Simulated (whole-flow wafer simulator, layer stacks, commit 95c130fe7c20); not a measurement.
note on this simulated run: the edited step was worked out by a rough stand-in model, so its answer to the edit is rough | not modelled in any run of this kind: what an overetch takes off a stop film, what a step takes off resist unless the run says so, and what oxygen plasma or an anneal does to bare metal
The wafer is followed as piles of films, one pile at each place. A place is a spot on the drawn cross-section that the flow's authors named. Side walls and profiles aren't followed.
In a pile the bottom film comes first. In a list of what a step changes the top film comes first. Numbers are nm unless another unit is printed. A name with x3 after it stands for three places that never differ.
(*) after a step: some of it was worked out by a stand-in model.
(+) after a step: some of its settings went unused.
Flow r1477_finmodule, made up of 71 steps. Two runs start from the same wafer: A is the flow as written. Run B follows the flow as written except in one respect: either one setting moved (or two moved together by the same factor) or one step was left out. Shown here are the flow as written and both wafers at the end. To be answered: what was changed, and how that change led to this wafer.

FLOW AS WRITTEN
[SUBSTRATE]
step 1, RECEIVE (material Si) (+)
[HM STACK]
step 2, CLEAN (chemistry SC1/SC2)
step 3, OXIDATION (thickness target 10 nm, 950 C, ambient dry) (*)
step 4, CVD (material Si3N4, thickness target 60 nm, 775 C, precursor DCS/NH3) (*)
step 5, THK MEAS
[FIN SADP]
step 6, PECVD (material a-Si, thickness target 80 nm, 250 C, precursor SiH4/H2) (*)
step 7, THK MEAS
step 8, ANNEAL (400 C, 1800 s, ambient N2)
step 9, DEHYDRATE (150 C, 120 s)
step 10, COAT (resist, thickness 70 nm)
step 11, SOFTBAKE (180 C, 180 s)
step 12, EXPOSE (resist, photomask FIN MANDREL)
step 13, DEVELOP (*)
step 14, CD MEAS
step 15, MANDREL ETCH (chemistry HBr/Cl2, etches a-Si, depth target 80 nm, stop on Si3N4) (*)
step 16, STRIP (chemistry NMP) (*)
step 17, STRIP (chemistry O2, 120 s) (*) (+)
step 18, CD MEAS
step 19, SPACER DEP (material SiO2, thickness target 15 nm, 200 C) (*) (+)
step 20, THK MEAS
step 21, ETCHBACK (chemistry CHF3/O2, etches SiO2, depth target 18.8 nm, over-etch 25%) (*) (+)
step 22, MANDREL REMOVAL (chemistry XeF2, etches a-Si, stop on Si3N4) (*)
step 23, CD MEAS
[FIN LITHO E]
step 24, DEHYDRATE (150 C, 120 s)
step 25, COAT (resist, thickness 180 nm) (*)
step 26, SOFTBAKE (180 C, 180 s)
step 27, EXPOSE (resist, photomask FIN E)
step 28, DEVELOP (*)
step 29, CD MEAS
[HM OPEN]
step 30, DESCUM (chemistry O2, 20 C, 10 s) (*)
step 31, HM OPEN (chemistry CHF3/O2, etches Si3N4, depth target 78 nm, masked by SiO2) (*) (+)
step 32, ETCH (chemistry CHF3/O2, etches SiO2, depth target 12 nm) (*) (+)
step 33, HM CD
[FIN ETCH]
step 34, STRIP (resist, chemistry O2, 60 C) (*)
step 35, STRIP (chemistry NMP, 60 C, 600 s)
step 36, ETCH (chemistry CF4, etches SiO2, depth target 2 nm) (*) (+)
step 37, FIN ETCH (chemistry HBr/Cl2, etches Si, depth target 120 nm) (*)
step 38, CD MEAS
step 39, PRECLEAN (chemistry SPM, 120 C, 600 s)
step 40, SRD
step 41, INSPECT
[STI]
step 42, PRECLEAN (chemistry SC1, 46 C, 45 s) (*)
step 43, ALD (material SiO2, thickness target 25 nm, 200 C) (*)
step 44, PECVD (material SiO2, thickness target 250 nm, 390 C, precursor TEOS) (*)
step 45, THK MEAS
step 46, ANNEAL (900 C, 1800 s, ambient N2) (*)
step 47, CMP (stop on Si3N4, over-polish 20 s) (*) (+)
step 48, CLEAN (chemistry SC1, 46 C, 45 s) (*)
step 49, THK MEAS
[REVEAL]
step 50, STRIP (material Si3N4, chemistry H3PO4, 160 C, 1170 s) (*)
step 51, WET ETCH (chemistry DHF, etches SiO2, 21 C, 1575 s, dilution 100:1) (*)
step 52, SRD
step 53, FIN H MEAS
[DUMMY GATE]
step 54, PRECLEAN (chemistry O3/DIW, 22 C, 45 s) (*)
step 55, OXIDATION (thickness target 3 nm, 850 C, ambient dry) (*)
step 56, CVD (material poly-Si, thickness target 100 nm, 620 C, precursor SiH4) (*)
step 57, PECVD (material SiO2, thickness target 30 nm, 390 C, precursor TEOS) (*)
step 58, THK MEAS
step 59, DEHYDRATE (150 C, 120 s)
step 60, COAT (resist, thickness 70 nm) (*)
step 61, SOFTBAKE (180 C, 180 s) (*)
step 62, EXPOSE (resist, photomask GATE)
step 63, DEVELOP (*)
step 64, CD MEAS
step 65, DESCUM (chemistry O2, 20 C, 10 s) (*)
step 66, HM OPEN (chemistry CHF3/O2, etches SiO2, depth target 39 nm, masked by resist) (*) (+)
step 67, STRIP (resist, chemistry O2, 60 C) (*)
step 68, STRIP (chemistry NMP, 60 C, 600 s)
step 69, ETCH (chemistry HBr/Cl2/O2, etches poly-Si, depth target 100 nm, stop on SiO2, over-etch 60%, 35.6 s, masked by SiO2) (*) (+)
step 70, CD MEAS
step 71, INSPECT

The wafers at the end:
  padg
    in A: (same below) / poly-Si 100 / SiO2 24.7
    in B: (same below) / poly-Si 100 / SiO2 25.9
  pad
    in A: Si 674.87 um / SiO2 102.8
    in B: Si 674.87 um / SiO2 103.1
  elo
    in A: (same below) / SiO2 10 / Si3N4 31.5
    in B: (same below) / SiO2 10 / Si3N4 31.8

Cause: step 69, ETCH: depth target 77 nm was run, while the flow as written has depth target 100 nm; step 69, ETCH: 27.4 s was run, where the flow has 35.6 s.

How this came from the change, step by step:
  step 69, ETCH (chemistry HBr/Cl2/O2, etches poly-Si, depth target 100 nm, stop on SiO2, over-etch 60%, 35.6 s, masked by SiO2) (*) (+)
      padg, elg, esg and 15 more: A -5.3 SiO2 | B -4.08 SiO2
